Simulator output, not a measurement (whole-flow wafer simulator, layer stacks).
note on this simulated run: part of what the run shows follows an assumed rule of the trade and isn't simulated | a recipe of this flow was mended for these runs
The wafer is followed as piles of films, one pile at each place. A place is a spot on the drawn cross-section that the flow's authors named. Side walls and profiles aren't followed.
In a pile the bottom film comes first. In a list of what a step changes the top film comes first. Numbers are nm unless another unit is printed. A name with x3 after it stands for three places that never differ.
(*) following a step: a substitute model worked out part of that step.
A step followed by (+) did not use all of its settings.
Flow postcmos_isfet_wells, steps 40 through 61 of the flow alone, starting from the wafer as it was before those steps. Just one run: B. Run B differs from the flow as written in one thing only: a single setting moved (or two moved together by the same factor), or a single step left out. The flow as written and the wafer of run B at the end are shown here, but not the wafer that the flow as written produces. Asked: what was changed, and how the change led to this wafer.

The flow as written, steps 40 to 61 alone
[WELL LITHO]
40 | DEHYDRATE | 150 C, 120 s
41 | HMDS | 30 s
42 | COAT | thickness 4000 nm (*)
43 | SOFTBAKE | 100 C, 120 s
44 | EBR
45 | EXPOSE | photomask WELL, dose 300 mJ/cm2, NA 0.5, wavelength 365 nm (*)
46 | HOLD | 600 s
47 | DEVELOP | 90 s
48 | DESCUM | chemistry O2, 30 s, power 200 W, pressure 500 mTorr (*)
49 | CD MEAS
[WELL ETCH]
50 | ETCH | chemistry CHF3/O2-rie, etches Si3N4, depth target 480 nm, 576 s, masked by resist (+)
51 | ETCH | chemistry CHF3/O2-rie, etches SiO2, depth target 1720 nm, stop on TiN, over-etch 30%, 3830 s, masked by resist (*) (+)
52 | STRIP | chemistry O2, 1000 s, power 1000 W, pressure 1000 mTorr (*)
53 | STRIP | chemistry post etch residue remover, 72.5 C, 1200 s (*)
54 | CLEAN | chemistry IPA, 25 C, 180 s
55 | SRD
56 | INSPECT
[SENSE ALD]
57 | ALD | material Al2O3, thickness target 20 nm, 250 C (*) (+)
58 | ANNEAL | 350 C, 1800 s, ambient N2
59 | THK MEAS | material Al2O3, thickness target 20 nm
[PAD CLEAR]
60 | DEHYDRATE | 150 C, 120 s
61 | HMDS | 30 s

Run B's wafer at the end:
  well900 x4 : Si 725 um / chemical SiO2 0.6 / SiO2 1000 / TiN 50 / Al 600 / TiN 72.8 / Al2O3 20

The reason: step 50, ETCH: chemistry CHF3/O2-rie, etches Si3N4, depth target 480 nm, 576 s, masked by resist (+), was omitted.

The path from the change to this, step by step:
  51 | ETCH | chemistry CHF3/O2-rie, etches SiO2, depth target 1720 nm, stop on TiN, over-etch 30%, 3830 s, masked by resist (*) (+)
      well900 x4: -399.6 Si3N4 (all of it), -1800 SiO2 (all of it), -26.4 TiN (as written it would have been: -1719.6 SiO2 (all of it), -20.6 TiN)
  52 | STRIP | chemistry O2, 1000 s, power 1000 W, pressure 1000 mTorr (*)
      field, margin x2: -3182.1 thick-g/i-line-resist (all of it) (as written it would have been: -3033.3 thick-g/i-line-resist (all of it))
      pad_clr: -2308.4 thick-g/i-line-resist (all of it) (as written it would have been: -2159.6 thick-g/i-line-resist (all of it))
      (also at 1 further place)
